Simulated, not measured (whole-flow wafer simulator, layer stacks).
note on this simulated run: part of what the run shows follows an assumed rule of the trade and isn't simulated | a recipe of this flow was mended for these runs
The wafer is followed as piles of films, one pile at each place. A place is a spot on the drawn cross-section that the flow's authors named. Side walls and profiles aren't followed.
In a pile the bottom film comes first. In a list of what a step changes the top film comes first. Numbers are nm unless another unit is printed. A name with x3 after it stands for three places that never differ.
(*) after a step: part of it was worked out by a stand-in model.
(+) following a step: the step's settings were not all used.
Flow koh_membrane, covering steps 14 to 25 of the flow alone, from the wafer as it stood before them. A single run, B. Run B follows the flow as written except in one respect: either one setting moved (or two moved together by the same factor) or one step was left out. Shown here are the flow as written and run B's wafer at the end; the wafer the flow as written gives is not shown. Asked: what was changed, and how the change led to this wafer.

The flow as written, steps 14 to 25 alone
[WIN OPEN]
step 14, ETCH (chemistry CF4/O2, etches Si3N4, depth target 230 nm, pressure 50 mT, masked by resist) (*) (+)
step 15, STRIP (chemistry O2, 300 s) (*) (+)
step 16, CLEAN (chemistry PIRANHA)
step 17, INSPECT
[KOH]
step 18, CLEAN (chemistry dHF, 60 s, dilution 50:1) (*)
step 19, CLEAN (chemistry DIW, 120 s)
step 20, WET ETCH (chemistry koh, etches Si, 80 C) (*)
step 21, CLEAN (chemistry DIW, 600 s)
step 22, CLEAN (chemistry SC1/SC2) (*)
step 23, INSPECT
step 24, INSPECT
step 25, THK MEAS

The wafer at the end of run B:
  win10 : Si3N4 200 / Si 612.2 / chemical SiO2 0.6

Cause: step 14, ETCH: depth target 249 nm was run, whereas the flow has depth target 230 nm.

The path from the change to this, step by step:
  step 14, ETCH (chemistry CF4/O2, etches Si3N4, depth target 230 nm, pressure 50 mT, masked by resist) (*) (+)
      win20 x4, win10: Si3N4 loses 200 (all of it), chemical SiO2 loses 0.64 (all of it), Si loses 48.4 (in the flow as written it would be: Si3N4 loses 200 (all of it), chemical SiO2 loses 0.64 (all of it), Si loses 29.4)
      field: i-line-resist loses 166 (in the flow as written it would be: i-line-resist loses 153.3)
